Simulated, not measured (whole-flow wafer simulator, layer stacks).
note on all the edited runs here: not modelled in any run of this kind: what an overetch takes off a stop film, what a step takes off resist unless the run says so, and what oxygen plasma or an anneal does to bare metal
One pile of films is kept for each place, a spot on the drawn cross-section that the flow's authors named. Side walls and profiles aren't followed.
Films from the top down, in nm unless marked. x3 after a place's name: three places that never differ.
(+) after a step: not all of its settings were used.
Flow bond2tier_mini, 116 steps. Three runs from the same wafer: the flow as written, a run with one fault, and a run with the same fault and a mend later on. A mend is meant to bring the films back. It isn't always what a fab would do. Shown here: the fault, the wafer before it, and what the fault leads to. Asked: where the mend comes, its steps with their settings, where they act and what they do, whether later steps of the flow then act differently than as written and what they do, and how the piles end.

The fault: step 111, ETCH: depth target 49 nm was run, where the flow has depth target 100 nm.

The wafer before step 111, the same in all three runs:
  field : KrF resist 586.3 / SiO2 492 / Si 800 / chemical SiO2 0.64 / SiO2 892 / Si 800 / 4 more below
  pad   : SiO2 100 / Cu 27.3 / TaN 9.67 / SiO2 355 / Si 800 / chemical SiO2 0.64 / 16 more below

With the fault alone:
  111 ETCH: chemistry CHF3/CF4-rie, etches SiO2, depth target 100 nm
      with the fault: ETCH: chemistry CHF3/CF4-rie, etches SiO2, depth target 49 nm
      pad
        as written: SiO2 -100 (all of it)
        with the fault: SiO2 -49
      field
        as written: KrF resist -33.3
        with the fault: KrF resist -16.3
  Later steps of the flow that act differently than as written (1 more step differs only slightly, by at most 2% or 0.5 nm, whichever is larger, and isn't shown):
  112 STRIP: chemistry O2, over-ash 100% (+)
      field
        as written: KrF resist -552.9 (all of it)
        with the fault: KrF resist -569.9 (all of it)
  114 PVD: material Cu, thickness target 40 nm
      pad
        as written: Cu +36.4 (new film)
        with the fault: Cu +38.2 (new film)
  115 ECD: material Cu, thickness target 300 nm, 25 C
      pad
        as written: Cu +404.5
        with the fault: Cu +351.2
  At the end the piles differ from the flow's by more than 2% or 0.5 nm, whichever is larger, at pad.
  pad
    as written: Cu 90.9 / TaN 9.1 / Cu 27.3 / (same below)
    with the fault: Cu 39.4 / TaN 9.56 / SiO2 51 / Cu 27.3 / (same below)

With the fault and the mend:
  The mend comes after step 111.
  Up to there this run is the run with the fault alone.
  111a ETCH: chemistry CHF3/CF4-rie, etches SiO2, depth target 51 nm (the flow's step 111 once more, with other settings)
      field
        KrF resist -17
      pad
        SiO2 -51 (all of it)
  No later step of the flow acts differently than as written at any place that is followed.
  At the end the piles are the same as the flow's at every place that both follow.
